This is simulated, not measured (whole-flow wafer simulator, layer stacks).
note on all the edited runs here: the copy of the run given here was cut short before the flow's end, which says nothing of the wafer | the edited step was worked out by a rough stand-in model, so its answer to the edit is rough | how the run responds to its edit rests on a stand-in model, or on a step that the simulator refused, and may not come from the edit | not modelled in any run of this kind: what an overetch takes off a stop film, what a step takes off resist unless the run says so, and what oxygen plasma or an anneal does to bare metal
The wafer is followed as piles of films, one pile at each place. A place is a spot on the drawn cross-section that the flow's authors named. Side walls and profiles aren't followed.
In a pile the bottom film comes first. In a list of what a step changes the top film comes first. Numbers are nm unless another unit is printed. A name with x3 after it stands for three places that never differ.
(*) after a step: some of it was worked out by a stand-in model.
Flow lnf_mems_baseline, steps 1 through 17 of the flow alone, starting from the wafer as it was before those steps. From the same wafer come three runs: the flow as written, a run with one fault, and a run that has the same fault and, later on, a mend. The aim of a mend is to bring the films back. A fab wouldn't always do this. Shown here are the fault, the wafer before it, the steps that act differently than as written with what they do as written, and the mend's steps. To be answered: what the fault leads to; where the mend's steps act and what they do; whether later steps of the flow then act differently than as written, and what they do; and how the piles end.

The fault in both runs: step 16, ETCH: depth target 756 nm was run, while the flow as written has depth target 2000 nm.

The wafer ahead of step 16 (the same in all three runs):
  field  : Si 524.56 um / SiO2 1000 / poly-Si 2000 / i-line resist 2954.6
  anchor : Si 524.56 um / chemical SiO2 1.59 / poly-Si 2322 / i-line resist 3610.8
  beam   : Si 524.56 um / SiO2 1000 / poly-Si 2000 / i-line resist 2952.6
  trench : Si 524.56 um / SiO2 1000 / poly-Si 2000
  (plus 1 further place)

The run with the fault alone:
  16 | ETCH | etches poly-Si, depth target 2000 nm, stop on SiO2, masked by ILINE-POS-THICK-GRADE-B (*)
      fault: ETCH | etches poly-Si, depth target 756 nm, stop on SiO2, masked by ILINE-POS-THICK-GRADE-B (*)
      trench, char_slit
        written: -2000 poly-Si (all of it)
        fault: -756 poly-Si
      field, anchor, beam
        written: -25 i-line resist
        fault: -9.45 i-line resist
  Steps further on in the flow that do not act as written:
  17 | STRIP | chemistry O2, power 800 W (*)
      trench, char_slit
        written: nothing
        fault: +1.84 chemical SiO2 (new film), -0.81 poly-Si
  At trench, char_slit, the piles at the end differ from the flow's by more than 2% or 0.5 nm, whichever is larger.
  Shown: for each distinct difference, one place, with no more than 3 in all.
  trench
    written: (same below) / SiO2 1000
    fault: (same below) / SiO2 1000 / poly-Si 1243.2 / chemical SiO2 1.84

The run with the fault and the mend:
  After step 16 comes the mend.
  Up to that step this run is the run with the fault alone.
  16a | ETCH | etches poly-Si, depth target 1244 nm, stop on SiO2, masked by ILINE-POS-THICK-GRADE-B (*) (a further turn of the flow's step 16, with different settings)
      field, anchor
        -15.6 i-line resist
      trench, char_slit
        -1244 poly-Si (all of it)
      beam
        -15.5 i-line resist
  Every later step of the flow that is run acts as written at every place that is followed.
  By the end, the piles equal the flow's at every place that both follow.
